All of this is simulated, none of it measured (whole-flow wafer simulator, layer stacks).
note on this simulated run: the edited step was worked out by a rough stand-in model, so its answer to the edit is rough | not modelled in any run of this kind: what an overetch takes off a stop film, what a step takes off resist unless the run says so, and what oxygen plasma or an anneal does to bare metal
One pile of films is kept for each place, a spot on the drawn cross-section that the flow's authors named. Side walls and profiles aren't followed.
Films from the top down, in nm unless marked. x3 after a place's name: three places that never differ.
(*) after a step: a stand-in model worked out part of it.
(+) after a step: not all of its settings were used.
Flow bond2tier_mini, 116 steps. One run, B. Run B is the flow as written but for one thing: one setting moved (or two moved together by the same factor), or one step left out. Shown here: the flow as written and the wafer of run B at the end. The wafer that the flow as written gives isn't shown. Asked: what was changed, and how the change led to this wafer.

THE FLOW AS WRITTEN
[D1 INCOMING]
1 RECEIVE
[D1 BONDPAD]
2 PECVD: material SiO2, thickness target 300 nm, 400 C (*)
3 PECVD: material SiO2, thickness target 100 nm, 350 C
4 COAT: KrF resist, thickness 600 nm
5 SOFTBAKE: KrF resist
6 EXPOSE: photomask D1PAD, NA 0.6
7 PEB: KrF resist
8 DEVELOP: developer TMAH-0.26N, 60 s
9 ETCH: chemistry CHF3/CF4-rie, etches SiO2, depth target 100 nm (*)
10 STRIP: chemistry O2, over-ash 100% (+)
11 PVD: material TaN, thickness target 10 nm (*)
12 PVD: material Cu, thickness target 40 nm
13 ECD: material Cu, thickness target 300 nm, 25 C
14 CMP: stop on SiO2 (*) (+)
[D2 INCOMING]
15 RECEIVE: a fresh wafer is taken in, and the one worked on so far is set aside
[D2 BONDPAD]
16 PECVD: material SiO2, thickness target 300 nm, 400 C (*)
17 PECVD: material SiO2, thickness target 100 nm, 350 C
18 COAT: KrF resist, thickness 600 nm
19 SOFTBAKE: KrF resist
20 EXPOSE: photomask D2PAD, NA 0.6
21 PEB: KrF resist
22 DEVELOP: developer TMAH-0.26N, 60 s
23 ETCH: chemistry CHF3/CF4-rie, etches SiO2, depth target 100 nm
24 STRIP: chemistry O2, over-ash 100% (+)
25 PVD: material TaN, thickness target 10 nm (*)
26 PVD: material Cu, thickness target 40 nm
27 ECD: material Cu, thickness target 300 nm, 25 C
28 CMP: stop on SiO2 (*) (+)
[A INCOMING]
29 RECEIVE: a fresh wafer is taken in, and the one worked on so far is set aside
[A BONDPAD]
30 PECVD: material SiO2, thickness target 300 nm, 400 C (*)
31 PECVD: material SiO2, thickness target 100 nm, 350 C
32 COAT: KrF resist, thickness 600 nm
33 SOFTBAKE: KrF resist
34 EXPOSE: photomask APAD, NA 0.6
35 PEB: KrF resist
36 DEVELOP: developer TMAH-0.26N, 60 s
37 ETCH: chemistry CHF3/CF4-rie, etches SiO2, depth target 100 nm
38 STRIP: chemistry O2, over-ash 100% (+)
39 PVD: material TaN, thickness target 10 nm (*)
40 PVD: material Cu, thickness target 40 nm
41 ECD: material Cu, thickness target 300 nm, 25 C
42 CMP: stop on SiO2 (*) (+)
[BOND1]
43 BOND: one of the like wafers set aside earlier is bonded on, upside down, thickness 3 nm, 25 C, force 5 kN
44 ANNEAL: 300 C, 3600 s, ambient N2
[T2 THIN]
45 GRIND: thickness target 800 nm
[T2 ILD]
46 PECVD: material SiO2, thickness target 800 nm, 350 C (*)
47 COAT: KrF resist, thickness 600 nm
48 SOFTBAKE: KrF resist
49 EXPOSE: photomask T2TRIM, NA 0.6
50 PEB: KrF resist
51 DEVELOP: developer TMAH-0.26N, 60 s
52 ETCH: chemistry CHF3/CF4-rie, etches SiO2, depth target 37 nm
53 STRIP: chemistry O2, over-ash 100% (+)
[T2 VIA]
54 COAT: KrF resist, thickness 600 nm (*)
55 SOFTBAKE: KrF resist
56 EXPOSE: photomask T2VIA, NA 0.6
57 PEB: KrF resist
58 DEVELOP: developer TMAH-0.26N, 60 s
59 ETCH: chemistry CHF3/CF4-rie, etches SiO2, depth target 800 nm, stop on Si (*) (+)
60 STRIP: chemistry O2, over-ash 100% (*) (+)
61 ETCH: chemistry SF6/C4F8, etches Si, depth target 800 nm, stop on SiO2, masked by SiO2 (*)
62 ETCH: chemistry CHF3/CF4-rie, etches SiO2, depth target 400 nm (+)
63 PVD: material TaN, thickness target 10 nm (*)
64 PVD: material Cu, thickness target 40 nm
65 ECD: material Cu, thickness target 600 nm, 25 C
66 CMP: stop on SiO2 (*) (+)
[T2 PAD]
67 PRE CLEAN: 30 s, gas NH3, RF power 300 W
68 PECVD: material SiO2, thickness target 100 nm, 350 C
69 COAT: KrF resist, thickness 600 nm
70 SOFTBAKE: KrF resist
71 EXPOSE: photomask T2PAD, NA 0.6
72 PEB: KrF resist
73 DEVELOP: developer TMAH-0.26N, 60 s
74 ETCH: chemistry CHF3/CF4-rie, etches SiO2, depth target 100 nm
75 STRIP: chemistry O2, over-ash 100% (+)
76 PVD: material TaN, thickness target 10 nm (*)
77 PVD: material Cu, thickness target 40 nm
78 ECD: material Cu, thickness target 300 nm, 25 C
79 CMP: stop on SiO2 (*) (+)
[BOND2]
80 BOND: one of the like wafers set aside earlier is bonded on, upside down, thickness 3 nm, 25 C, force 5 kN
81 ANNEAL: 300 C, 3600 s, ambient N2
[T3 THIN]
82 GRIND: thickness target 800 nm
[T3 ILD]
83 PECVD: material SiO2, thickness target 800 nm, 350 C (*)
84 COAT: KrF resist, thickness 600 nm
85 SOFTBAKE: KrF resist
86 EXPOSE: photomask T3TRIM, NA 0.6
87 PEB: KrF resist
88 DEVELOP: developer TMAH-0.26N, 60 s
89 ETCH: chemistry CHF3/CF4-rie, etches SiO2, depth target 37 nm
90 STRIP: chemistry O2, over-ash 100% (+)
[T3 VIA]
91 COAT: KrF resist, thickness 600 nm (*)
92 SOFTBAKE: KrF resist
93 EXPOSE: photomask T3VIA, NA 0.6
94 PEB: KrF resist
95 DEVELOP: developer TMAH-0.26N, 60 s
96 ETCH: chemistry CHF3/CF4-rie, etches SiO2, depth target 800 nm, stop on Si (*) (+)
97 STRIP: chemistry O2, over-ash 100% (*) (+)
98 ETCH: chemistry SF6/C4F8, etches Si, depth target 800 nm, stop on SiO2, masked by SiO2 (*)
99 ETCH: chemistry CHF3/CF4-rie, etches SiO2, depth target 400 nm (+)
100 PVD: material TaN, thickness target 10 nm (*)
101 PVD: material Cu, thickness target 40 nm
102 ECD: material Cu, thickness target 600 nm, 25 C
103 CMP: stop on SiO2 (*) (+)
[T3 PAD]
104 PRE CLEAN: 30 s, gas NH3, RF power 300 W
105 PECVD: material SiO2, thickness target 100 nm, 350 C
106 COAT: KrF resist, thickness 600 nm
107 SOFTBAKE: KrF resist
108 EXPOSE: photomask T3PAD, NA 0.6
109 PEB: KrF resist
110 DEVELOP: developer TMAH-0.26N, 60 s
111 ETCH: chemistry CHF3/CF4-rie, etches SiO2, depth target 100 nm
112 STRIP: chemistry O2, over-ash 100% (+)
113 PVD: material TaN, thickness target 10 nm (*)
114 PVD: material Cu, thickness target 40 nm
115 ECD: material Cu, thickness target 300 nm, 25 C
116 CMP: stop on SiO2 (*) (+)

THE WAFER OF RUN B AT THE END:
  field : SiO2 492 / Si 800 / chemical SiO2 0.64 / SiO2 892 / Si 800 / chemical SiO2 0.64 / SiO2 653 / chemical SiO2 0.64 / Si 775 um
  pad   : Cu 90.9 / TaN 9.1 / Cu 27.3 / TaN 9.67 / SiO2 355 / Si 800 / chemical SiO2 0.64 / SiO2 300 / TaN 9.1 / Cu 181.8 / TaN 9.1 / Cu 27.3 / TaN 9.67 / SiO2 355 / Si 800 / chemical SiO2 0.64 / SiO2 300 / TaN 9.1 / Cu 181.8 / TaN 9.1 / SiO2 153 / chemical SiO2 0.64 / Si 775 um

The cause: step 30, PECVD: thickness target 153 nm was run, where the flow has thickness target 300 nm.
It can be read off the wafer: pad has SiO2 153, and step 30 as written asks for 300 nm.

How the change led to this, step by step:
  30 PECVD: material SiO2, thickness target 300 nm, 400 C (*)
      field, pad, via: SiO2 +153 (new film) (as written it would be: SiO2 +300 (new film))
